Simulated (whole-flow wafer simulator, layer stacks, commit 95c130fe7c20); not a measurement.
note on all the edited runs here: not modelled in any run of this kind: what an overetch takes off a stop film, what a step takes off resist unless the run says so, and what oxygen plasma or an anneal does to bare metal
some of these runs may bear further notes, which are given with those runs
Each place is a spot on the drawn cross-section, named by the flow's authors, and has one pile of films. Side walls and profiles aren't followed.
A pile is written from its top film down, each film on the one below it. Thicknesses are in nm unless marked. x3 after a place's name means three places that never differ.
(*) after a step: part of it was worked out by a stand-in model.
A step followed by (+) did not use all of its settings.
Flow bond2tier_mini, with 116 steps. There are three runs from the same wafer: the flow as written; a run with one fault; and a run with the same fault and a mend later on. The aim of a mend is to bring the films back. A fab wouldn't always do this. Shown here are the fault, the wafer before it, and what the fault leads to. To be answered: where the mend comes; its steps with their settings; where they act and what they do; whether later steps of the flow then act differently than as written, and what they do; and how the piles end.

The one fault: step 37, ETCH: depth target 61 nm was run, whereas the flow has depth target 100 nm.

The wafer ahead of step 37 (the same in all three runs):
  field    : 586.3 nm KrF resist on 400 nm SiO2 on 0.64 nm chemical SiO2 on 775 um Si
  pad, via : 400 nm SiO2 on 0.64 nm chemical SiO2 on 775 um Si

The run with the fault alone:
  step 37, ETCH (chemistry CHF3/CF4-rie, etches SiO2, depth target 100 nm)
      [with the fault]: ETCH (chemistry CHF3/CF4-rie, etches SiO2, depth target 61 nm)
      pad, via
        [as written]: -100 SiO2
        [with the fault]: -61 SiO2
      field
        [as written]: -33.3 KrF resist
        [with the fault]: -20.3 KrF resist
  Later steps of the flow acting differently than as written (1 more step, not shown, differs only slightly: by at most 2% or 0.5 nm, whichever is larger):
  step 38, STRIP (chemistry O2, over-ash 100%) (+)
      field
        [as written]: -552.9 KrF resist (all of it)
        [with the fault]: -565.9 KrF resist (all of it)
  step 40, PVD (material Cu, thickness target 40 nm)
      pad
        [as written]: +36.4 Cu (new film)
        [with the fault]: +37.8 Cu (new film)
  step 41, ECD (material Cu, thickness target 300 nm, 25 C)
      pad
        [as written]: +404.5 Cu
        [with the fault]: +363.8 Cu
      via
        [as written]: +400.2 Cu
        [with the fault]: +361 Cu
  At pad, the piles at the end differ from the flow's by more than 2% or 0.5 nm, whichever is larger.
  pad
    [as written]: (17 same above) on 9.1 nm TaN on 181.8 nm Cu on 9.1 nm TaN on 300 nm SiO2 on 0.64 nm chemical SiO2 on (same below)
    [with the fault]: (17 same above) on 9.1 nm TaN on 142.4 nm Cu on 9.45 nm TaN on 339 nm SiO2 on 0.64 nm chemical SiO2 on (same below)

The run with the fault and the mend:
  The mend stands after step 38.
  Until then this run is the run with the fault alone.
  step 38a, COAT (KrF resist, thickness 600 nm) (*) (the flow's step 32 again)
      field
        +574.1 KrF resist (new film)
      pad
        +627 KrF resist (new film)
      via
        +623.7 KrF resist (new film)
  step 38b, SOFTBAKE (KrF resist) (the flow's step 33 again)
      does not change any film at any place that is followed
  step 38c, EXPOSE (photomask APAD, NA 0.6) (the flow's step 34 again)
      does not change any film at any place that is followed
  step 38d, PEB (KrF resist) (the flow's step 35 again)
      does not change any film at any place that is followed
  step 38e, DEVELOP (developer TMAH-0.26N, 60 s) (the flow's step 36 again)
      field
        -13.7 KrF resist
      pad
        -627 KrF resist (all of it)
      via
        -623.7 KrF resist (all of it)
  step 38f, ETCH (chemistry CHF3/CF4-rie, etches SiO2, depth target 39 nm) (the flow's step 37 again, with other settings)
      pad, via
        -39 SiO2
      field
        -13 KrF resist
  step 38g, STRIP (chemistry O2, over-ash 100%) (+) (the flow's step 38 again)
      field
        -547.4 KrF resist (all of it)
  Every later step of the flow that is run acts as written at every place that is followed.
  At every place that both follow, the piles at the end match the flow's.
